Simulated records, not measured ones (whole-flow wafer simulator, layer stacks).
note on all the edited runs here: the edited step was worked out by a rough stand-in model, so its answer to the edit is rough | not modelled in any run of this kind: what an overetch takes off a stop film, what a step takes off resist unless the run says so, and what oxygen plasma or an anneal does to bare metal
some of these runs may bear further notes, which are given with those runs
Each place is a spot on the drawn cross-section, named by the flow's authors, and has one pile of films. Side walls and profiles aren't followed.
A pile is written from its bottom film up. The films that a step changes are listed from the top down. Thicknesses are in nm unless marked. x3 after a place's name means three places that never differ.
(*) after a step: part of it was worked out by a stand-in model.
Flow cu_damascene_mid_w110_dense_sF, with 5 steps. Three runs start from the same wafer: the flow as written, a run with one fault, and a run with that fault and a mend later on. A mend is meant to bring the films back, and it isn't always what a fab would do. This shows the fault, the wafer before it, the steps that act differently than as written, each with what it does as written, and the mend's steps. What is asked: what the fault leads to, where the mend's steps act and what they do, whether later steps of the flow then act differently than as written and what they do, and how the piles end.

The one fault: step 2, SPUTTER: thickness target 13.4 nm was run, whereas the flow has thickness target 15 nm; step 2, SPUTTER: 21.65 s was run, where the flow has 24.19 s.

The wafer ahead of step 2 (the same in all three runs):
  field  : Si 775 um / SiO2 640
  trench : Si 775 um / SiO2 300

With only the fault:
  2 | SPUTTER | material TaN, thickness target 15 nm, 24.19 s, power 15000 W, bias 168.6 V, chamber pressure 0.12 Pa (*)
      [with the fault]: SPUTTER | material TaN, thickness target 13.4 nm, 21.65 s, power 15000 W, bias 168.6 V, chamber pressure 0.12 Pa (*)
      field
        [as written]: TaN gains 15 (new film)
        [with the fault]: TaN gains 13.4 (new film)
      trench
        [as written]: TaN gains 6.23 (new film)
        [with the fault]: TaN gains 5.57 (new film)
  Later steps of the flow that are run all act as written at every place that is followed, up to a difference of at most 2% or 0.5 nm, whichever is larger.
  By the end, the piles at field, trench depart from the flow's by more than 2% or 0.5 nm, whichever is larger.
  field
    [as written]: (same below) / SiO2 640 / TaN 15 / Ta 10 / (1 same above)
    [with the fault]: (same below) / SiO2 640 / TaN 13.4 / Ta 10 / (1 same above)
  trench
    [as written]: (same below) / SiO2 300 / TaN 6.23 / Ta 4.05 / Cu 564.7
    [with the fault]: (same below) / SiO2 300 / TaN 5.57 / Ta 4.06 / Cu 563.8

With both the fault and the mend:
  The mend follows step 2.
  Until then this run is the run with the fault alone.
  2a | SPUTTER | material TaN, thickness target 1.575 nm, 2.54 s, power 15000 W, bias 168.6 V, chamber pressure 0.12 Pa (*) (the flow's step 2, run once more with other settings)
      field
        TaN gains 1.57
      trench
        TaN gains 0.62
  Later steps of the flow that are run all act as written at every place that is followed.
  When the end is reached, the piles differ only a little from the flow's at the places that both follow, at most by 2% or 0.5 nm, whichever is larger.
